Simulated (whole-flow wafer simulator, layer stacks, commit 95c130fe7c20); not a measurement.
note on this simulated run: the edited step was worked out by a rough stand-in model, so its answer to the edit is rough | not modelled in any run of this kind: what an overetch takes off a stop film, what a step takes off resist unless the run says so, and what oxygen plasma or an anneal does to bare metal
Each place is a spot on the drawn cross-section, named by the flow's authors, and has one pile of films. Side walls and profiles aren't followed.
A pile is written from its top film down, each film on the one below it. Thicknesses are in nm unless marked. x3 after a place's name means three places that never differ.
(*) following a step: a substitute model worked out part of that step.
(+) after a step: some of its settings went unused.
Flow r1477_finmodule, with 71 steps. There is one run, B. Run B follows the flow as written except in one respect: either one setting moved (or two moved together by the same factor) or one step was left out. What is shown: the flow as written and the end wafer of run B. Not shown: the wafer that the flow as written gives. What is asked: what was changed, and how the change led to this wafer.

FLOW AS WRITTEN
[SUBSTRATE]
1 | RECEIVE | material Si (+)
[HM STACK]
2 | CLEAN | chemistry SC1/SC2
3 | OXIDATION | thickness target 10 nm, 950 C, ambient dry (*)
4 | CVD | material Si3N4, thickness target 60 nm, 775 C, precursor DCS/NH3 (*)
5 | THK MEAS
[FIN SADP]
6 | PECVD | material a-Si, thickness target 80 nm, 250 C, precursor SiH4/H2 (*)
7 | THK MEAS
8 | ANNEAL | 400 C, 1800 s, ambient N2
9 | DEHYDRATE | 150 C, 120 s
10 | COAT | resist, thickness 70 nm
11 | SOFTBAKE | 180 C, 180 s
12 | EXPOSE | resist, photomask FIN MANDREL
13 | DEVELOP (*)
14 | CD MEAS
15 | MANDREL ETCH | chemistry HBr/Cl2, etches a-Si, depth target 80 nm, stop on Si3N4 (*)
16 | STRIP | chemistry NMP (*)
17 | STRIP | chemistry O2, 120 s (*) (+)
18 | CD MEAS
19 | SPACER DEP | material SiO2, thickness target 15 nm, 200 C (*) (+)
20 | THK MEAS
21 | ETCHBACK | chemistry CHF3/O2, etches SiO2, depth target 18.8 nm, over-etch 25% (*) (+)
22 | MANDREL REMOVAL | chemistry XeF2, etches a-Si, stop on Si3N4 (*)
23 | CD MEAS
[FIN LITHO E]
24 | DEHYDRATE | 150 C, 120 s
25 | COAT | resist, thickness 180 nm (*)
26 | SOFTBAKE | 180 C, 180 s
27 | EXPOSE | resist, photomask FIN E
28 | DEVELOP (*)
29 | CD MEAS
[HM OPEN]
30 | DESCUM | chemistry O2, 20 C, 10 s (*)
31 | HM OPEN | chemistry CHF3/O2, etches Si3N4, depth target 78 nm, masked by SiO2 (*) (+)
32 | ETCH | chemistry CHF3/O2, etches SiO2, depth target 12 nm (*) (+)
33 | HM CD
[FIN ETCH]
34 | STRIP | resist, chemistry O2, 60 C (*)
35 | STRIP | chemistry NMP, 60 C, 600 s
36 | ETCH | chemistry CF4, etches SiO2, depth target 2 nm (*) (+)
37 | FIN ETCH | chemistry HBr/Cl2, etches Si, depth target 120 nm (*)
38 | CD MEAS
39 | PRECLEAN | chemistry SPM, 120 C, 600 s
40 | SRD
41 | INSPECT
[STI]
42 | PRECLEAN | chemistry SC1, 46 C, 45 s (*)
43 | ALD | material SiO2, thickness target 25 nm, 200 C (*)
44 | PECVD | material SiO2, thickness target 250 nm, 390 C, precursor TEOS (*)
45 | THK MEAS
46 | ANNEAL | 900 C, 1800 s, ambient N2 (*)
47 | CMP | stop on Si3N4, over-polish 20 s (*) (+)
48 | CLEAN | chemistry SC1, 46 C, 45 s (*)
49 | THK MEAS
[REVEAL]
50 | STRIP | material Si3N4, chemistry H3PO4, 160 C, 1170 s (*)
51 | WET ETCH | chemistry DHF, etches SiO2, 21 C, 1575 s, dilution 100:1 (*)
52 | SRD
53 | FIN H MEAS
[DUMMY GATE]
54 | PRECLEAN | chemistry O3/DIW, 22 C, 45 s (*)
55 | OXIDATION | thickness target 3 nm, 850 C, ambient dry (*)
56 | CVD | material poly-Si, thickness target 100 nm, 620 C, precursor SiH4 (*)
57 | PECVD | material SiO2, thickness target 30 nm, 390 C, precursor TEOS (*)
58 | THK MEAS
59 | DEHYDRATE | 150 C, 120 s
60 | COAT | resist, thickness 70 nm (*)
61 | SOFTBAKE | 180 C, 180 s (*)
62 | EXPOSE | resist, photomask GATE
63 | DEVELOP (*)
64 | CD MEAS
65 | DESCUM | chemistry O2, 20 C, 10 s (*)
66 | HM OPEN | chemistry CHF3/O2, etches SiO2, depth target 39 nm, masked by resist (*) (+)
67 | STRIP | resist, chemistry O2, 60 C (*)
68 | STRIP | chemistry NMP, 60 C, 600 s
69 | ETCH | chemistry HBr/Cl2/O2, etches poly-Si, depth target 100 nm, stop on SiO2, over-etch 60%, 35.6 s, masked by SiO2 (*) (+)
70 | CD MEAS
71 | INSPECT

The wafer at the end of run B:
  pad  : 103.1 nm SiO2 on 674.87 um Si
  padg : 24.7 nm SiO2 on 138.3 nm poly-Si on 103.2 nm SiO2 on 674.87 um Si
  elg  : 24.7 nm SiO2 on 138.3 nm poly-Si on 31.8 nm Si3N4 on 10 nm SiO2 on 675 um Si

The reason: step 56, CVD: thickness target 138.3 nm was run, while the flow as written has thickness target 100 nm.
One can read it off the wafer: padg has poly-Si 138.3, and step 56 as written asks for 100 nm.

The path from the change to this, step by step:
  56 | CVD | material poly-Si, thickness target 100 nm, 620 C, precursor SiH4 (*)
      pad, padg, elg and 26 more: +138.3 poly-Si (new film) (in the flow as written it would be: +100 poly-Si (new film))
      s40cg, s40co: +152.8 poly-Si (new film) (in the flow as written it would be: +113.9 poly-Si (new film))
      (also at 5 further places)
  67 | STRIP | resist, chemistry O2, 60 C (*)
      s45cg: -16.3 resist (all of it) (in the flow as written it would be: -16.9 resist (all of it))
      s50cg: -16.7 resist (all of it) (in the flow as written it would be: -17.4 resist (all of it))
  69 | ETCH | chemistry HBr/Cl2/O2, etches poly-Si, depth target 100 nm, stop on SiO2, over-etch 60%, 35.6 s, masked by SiO2 (*) (+)
      elo, e40lo, e100lo, e200lo: -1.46 chemical SiO2 (all of it), -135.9 poly-Si (all of it) (in the flow as written it would be: -1.46 chemical SiO2 (all of it), -97.6 poly-Si (all of it), -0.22 Si3N4)
      s40co: -1.46 chemical SiO2 (all of it), -150.3 poly-Si (all of it) (in the flow as written it would be: -1.46 chemical SiO2 (all of it), -111.5 poly-Si (all of it), -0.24 SiO2)
      (also at 13 further places)
